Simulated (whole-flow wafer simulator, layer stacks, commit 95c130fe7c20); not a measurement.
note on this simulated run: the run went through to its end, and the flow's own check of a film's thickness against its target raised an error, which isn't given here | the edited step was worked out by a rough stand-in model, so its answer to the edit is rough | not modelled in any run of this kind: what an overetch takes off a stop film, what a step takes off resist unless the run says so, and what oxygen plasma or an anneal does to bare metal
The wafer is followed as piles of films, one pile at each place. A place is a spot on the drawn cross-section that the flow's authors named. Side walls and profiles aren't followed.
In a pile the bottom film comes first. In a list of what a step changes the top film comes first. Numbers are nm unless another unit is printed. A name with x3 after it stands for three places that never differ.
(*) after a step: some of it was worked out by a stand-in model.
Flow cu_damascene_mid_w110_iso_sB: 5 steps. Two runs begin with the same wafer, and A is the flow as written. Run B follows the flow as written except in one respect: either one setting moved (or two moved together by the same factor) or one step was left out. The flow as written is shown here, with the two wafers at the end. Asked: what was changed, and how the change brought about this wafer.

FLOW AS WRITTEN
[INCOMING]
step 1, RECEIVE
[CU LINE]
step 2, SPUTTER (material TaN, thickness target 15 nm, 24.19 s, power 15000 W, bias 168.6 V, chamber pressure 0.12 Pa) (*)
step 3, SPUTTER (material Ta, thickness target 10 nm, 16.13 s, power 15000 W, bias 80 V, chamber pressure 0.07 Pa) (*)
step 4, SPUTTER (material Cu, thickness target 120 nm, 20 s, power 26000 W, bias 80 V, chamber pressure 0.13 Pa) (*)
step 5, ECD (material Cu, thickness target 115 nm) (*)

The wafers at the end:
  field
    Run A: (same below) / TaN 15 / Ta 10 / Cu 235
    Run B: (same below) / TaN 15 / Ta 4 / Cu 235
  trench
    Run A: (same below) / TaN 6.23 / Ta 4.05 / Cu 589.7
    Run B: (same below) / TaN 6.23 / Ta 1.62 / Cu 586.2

The reason: step 3, SPUTTER: thickness target 4 nm was run, while the flow as written has thickness target 10 nm; step 3, SPUTTER: 6.45 s was run, where the flow has 16.13 s.
The wafer lets one read it off: field has Ta 4, and step 3 as written asks for 10 nm.

The path from the change to this, step by step:
  step 3, SPUTTER (material Ta, thickness target 10 nm, 16.13 s, power 15000 W, bias 80 V, chamber pressure 0.07 Pa) (*)
      field: A Ta gains 10 (new film) | B Ta gains 4 (new film)
      trench: A Ta gains 4.05 (new film) | B Ta gains 1.62 (new film)
